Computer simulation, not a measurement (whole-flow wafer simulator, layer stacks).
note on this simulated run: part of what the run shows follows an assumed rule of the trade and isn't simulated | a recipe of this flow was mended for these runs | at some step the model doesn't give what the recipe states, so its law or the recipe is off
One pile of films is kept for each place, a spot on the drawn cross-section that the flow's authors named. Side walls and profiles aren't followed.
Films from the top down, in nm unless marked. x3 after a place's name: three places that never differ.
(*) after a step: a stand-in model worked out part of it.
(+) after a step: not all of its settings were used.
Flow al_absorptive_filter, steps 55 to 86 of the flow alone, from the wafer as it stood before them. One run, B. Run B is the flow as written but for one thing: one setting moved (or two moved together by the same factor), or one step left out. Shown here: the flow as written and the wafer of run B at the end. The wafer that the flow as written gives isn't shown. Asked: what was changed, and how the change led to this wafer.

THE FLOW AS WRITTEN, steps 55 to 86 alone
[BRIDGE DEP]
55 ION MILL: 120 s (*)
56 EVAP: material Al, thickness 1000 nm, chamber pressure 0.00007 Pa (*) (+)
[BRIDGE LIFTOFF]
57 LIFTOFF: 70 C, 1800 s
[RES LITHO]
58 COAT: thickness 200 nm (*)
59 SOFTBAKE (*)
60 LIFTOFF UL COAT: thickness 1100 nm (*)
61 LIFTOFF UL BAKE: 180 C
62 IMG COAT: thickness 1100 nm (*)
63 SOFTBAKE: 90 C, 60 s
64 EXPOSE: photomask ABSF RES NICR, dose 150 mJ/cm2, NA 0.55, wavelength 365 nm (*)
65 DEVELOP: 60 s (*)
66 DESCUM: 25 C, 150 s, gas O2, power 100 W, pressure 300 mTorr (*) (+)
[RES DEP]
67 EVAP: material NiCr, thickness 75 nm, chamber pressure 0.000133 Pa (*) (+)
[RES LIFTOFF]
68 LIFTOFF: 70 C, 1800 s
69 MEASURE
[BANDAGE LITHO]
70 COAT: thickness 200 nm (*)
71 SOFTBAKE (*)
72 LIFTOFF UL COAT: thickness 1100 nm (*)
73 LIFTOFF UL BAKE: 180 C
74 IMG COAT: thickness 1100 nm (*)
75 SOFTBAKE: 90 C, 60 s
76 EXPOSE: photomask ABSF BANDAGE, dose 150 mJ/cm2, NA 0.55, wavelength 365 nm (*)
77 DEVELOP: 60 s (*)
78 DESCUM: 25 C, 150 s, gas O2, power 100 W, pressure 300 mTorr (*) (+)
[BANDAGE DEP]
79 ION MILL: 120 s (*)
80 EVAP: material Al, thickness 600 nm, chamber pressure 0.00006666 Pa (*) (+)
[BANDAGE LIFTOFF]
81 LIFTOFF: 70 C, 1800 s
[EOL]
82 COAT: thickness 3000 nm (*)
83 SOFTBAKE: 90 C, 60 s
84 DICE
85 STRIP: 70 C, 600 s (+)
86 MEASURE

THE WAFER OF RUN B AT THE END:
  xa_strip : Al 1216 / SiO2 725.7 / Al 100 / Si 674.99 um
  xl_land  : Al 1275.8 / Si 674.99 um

The cause: step 56, EVAP: thickness 1216 nm was run, where the flow has thickness 1000 nm.
It can be read off the wafer: xa_strip has Al 1216, and step 56 as written asks for 1000 nm.

How the change led to this, step by step:
  56 EVAP: material Al, thickness 1000 nm, chamber pressure 0.00007 Pa (*) (+)
      gnd, pad_far, pad_near and 10 more: Al +1216 (new film) (as written it would be: Al +1000 (new film))
      xl_land: Al +1216 (as written it would be: Al +1000)
  57 LIFTOFF: 70 C, 1800 s
      gnd, xa_field, idc_field: Al -1216 (all of it), i-line-resist -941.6 (all of it), lift-off-underlayer -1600 (all of it), acrylic-e-beam-resist -200 (all of it) (as written it would be: Al -1000 (all of it), i-line-resist -941.6 (all of it), lift-off-underlayer -1600 (all of it), acrylic-e-beam-resist -200 (all of it))
      pad_far: Al -1216 (all of it), i-line-resist -940.5 (all of it), lift-off-underlayer -1591.1 (all of it), acrylic-e-beam-resist -198.5 (all of it) (as written it would be: Al -1000 (all of it), i-line-resist -940.5 (all of it), lift-off-underlayer -1591.1 (all of it), acrylic-e-beam-resist -198.5 (all of it))
      (and at 6 more places)
  58 COAT: thickness 200 nm (*)
      xa_margin: acrylic-e-beam-resist +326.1 (new film) (as written it would be: acrylic-e-beam-resist +288.1 (new film))
      xa_strip: acrylic-e-beam-resist +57 (new film) (as written it would be: acrylic-e-beam-resist +66.9 (new film))
      (and at 1 more place)
  60 LIFTOFF UL COAT: thickness 1100 nm (*)
      xa_margin: lift-off-underlayer +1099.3 (new film) (as written it would be: lift-off-underlayer +1021 (new film))
      xa_strip: lift-off-underlayer +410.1 (new film) (as written it would be: lift-off-underlayer +459.8 (new film))
  62 IMG COAT: thickness 1100 nm (*)
      xa_margin: i-line-resist +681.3 (new film) (as written it would be: i-line-resist +741.1 (new film))
      xa_strip: i-line-resist +491.1 (new film) (as written it would be: i-line-resist +577.9 (new film))
  68 LIFTOFF: 70 C, 1800 s
      xa_margin: NiCr -75 (all of it), i-line-resist -537.9 (all of it), lift-off-underlayer -1099.3 (all of it), acrylic-e-beam-resist -326.1 (all of it) (as written it would be: NiCr -75 (all of it), i-line-resist -598.1 (all of it), lift-off-underlayer -1021 (all of it), acrylic-e-beam-resist -288.1 (all of it))
      xa_strip: NiCr -75 (all of it), i-line-resist -347 (all of it), lift-off-underlayer -410.1 (all of it), acrylic-e-beam-resist -57 (all of it) (as written it would be: NiCr -75 (all of it), i-line-resist -433.3 (all of it), lift-off-underlayer -459.8 (all of it), acrylic-e-beam-resist -66.9 (all of it))
      (and at 1 more place)
  70 COAT: thickness 200 nm (*)
      xa_margin: acrylic-e-beam-resist +326.1 (new film) (as written it would be: acrylic-e-beam-resist +288.1 (new film))
      xa_strip: acrylic-e-beam-resist +57 (new film) (as written it would be: acrylic-e-beam-resist +66.9 (new film))
  72 LIFTOFF UL COAT: thickness 1100 nm (*)
      xa_margin: lift-off-underlayer +1099.3 (new film) (as written it would be: lift-off-underlayer +1021 (new film))
      xa_strip: lift-off-underlayer +410.1 (new film) (as written it would be: lift-off-underlayer +459.8 (new film))
  74 IMG COAT: thickness 1100 nm (*)
      xa_margin: i-line-resist +681.3 (new film) (as written it would be: i-line-resist +741.1 (new film))
      xa_strip: i-line-resist +491.1 (new film) (as written it would be: i-line-resist +577.9 (new film))
  81 LIFTOFF: 70 C, 1800 s
      xa_margin: Al -600 (all of it), i-line-resist -544.2 (all of it), lift-off-underlayer -1099.3 (all of it), acrylic-e-beam-resist -326.1 (all of it) (as written it would be: Al -600 (all of it), i-line-resist -604.4 (all of it), lift-off-underlayer -1021 (all of it), acrylic-e-beam-resist -288.1 (all of it))
      xa_strip: Al -600 (all of it), i-line-resist -353.3 (all of it), lift-off-underlayer -410.1 (all of it), acrylic-e-beam-resist -57 (all of it) (as written it would be: Al -600 (all of it), i-line-resist -439.6 (all of it), lift-off-underlayer -459.8 (all of it), acrylic-e-beam-resist -66.9 (all of it))
  82 COAT: thickness 3000 nm (*)
      xa_strip: i-line-resist +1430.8 (new film) (as written it would be: i-line-resist +1594.3 (new film))
  83 SOFTBAKE: 90 C, 60 s
      xa_margin: i-line-resist -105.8 (as written it would be: i-line-resist -94.2)
      xa_strip: i-line-resist -132.1 (as written it would be: i-line-resist -117.3)
  85 STRIP: 70 C, 600 s (+)
      xa_strip: i-line-resist -1298.7 (all of it) (as written it would be: i-line-resist -1477 (all of it))
